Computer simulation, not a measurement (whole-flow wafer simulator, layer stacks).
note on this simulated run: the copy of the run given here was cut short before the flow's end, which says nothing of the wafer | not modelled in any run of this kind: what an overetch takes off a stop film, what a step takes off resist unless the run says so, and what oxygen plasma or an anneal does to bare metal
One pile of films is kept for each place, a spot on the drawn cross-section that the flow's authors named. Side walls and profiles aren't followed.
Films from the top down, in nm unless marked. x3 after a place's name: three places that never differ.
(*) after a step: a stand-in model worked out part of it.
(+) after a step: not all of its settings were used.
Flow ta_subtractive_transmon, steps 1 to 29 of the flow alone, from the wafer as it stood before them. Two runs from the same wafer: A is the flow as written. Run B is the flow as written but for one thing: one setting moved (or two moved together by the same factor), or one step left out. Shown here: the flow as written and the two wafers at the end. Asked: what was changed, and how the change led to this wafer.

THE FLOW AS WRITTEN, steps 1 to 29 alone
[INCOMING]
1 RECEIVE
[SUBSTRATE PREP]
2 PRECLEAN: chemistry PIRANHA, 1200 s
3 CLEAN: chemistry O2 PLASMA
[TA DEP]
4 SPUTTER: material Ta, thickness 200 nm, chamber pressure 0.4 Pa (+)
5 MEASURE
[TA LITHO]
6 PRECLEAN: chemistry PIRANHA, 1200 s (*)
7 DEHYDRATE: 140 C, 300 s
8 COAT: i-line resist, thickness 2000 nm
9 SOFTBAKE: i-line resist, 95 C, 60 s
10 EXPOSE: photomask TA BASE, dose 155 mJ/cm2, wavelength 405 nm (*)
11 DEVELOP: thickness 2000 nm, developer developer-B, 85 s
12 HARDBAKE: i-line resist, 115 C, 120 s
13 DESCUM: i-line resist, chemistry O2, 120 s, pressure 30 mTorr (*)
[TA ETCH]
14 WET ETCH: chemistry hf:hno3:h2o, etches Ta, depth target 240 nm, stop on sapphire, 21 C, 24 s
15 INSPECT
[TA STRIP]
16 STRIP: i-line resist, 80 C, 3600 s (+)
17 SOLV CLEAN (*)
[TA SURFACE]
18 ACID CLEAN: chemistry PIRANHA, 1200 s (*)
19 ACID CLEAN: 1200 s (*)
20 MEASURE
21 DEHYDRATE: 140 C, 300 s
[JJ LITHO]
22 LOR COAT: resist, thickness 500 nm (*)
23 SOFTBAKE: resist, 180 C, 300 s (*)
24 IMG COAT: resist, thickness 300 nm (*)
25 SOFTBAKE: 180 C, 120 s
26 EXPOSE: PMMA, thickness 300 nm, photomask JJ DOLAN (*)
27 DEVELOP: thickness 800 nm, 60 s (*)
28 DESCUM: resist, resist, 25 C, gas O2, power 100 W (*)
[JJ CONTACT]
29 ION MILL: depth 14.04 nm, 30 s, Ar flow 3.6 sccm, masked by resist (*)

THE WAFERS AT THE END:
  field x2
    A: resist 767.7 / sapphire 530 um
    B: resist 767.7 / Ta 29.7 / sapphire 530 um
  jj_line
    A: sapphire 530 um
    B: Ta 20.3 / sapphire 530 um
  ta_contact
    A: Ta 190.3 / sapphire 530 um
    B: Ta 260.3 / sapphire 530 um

The cause: step 4, SPUTTER: thickness 270 nm was run, where the flow has thickness 200 nm.

How the change led to this, step by step:
  4 SPUTTER: material Ta, thickness 200 nm, chamber pressure 0.4 Pa (+)
      field x2, jj_line, lead, ta_contact, ta_pad: A Ta +200 (new film) | B Ta +270 (new film)
  14 WET ETCH: chemistry hf:hno3:h2o, etches Ta, depth target 240 nm, stop on sapphire, 21 C, 24 s
      field x2, jj_line, lead: A Ta -200 (all of it) | B Ta -240
  22 LOR COAT: resist, thickness 500 nm (*)
      ta_contact: A resist +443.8 (new film) | B resist +433.7 (new film)
  29 ION MILL: depth 14.04 nm, 30 s, Ar flow 3.6 sccm, masked by resist (*)
      jj_line, lead: A sapphire -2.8 | B Ta -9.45
Counting metal films that touch as one body, field x2 has 1 body; the flow as written gives 0 bodies.
Counting metal films that touch as one body, jj_line has 1 body; the flow as written gives 0 bodies.
